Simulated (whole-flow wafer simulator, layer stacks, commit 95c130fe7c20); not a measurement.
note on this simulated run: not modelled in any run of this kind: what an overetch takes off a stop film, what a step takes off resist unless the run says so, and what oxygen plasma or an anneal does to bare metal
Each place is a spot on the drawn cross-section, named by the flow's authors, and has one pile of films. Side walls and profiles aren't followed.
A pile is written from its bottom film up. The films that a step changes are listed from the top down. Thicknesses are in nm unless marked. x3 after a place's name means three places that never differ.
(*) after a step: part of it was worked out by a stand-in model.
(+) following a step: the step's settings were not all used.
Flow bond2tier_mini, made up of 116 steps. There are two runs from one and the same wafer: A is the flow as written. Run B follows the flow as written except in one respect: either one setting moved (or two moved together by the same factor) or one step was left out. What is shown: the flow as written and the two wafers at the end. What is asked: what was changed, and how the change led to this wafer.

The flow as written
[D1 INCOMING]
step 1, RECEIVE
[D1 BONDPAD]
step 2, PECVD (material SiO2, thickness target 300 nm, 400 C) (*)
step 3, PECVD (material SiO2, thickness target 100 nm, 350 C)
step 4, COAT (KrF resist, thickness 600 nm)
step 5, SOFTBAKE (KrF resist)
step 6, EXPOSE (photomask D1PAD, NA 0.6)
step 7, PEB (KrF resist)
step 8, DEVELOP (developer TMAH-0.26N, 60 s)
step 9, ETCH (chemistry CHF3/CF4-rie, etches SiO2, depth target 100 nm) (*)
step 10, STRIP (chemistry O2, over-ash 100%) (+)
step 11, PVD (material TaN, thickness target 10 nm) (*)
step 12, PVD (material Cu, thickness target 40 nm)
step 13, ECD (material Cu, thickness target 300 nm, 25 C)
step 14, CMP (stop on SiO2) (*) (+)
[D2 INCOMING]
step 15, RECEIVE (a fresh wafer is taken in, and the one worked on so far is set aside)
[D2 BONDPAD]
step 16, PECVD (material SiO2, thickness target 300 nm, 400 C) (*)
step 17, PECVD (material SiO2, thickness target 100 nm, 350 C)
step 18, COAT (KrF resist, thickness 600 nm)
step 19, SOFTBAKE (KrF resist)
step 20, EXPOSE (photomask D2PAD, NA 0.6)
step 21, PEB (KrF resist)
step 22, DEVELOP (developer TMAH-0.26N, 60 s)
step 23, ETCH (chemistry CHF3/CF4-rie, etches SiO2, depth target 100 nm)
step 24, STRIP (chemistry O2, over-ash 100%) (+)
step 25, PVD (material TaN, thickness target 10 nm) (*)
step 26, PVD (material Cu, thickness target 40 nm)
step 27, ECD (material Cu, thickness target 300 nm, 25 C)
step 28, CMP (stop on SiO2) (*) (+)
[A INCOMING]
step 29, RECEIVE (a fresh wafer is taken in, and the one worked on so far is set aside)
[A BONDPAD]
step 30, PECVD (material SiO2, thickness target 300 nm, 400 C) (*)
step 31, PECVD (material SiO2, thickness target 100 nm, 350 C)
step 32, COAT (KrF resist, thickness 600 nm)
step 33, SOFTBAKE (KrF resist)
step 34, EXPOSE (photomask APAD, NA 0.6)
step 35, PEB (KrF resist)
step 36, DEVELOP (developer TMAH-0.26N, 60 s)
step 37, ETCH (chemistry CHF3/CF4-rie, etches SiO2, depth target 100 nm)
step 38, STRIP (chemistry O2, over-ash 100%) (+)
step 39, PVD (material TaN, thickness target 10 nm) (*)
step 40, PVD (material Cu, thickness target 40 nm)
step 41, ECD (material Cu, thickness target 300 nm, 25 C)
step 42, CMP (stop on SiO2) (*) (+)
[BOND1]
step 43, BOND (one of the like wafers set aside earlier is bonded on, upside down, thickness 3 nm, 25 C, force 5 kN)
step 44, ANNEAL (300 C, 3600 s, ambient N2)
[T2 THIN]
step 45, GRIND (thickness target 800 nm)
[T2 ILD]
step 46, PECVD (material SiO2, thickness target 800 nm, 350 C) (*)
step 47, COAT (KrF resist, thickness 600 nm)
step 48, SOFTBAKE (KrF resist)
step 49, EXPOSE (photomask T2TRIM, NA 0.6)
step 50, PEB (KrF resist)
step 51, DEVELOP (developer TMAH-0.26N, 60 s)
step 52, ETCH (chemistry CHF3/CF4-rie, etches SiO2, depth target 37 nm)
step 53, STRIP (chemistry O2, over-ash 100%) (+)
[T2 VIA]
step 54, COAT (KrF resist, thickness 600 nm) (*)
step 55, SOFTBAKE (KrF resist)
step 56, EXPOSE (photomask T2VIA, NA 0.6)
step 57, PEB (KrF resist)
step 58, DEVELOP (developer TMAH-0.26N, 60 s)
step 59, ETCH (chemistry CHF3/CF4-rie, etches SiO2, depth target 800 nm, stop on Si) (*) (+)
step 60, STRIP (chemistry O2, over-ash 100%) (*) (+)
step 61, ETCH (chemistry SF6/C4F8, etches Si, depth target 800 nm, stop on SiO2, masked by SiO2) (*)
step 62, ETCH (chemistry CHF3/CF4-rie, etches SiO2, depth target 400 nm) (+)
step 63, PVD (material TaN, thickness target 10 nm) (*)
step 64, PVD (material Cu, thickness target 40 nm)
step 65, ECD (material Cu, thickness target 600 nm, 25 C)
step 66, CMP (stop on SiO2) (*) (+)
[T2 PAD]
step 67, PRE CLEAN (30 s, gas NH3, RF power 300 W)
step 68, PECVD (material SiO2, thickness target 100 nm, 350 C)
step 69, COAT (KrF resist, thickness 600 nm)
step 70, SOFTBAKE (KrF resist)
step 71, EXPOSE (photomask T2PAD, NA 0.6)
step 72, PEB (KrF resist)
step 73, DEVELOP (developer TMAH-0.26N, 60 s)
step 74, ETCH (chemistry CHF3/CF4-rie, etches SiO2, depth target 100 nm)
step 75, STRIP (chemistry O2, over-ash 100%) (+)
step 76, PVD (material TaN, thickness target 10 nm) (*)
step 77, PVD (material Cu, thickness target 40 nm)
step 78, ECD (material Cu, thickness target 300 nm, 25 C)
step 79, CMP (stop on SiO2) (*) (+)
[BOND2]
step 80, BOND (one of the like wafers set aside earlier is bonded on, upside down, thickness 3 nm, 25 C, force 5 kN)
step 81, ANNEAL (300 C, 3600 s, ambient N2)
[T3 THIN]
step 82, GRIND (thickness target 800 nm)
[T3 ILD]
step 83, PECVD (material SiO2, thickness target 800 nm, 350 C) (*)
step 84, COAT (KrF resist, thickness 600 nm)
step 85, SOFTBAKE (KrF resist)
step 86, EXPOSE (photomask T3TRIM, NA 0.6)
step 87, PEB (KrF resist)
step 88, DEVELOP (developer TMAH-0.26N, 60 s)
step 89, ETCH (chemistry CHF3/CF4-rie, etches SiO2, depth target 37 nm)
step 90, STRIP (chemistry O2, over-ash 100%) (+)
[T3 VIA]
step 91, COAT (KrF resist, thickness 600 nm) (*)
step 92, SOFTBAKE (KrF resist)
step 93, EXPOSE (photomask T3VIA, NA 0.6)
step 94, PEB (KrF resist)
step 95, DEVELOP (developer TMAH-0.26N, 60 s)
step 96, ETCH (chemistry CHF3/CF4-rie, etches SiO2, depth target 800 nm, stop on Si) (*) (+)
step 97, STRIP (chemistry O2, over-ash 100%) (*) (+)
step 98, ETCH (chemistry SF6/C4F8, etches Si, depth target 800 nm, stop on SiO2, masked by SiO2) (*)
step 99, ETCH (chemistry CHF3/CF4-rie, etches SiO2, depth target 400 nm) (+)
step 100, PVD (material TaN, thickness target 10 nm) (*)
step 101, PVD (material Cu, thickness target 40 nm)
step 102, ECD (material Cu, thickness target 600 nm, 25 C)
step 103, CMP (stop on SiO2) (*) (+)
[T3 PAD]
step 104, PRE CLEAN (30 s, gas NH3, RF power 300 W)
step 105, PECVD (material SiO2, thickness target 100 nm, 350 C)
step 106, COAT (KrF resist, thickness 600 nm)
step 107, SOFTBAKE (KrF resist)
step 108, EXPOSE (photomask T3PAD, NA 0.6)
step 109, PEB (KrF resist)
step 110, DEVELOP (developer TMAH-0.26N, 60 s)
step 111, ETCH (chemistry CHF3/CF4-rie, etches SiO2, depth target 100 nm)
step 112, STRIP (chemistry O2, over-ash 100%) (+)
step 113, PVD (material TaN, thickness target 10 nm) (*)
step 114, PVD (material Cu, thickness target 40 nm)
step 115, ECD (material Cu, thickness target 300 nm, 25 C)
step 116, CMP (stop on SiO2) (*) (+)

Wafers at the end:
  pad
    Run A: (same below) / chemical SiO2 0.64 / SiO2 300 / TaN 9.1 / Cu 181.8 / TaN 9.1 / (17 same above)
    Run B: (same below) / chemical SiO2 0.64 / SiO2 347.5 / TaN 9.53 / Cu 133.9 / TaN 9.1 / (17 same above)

Cause: step 37, ETCH: depth target 52.5 nm was run, whereas the flow has depth target 100 nm.

The path from the change to this, step by step:
  step 37, ETCH (chemistry CHF3/CF4-rie, etches SiO2, depth target 100 nm)
      pad, via: A SiO2 loses 100 | B SiO2 loses 52.5
      field: A KrF resist loses 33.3 | B KrF resist loses 17.5
  step 38, STRIP (chemistry O2, over-ash 100%) (+)
      field: A KrF resist loses 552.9 (all of it) | B KrF resist loses 568.8 (all of it)
  step 40, PVD (material Cu, thickness target 40 nm)
      pad: A Cu gains 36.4 (new film) | B Cu gains 38.1 (new film)
  step 41, ECD (material Cu, thickness target 300 nm, 25 C)
      pad: A Cu gains 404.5 | B Cu gains 354.9
      via: A Cu gains 400.2 | B Cu gains 352.5
